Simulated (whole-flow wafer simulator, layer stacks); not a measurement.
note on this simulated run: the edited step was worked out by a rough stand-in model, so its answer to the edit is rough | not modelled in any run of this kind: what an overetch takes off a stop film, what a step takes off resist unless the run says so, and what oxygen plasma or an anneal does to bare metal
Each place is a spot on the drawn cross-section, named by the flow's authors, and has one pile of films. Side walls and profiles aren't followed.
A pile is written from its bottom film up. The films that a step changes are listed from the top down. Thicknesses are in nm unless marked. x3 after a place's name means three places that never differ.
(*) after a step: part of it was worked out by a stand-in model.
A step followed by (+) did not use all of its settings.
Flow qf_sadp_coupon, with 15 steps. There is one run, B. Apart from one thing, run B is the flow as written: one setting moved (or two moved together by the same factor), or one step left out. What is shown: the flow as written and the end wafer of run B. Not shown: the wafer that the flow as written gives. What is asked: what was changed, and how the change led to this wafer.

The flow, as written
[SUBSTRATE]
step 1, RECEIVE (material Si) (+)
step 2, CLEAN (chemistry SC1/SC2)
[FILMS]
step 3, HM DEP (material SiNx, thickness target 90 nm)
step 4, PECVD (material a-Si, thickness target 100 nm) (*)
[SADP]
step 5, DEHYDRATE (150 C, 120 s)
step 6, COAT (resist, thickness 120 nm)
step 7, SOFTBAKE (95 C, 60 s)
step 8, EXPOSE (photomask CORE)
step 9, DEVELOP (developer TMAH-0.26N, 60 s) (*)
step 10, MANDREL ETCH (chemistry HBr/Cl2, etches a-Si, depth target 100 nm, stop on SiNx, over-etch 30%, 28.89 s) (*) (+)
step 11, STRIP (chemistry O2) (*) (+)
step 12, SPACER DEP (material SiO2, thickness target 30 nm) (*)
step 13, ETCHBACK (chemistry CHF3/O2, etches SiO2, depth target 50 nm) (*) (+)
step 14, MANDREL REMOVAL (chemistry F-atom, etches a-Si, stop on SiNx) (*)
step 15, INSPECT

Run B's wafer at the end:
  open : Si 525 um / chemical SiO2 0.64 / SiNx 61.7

What caused this: step 4, PECVD: thickness target 65.5 nm was run, whereas the flow has thickness target 100 nm.

How this came from the change, step by step:
  step 4, PECVD (material a-Si, thickness target 100 nm) (*)
      m, open: a-Si gains 65.5 (new film) (in the flow as written it would be: a-Si gains 100 (new film))
  step 10, MANDREL ETCH (chemistry HBr/Cl2, etches a-Si, depth target 100 nm, stop on SiNx, over-etch 30%, 28.89 s) (*) (+)
      open: a-Si loses 65.5 (all of it), SiNx loses 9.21 (in the flow as written it would be: a-Si loses 100 (all of it), SiNx loses 4.29)
  step 14, MANDREL REMOVAL (chemistry F-atom, etches a-Si, stop on SiNx) (*)
      m: a-Si loses 61.3 (all of it) (in the flow as written it would be: a-Si loses 95.8 (all of it))
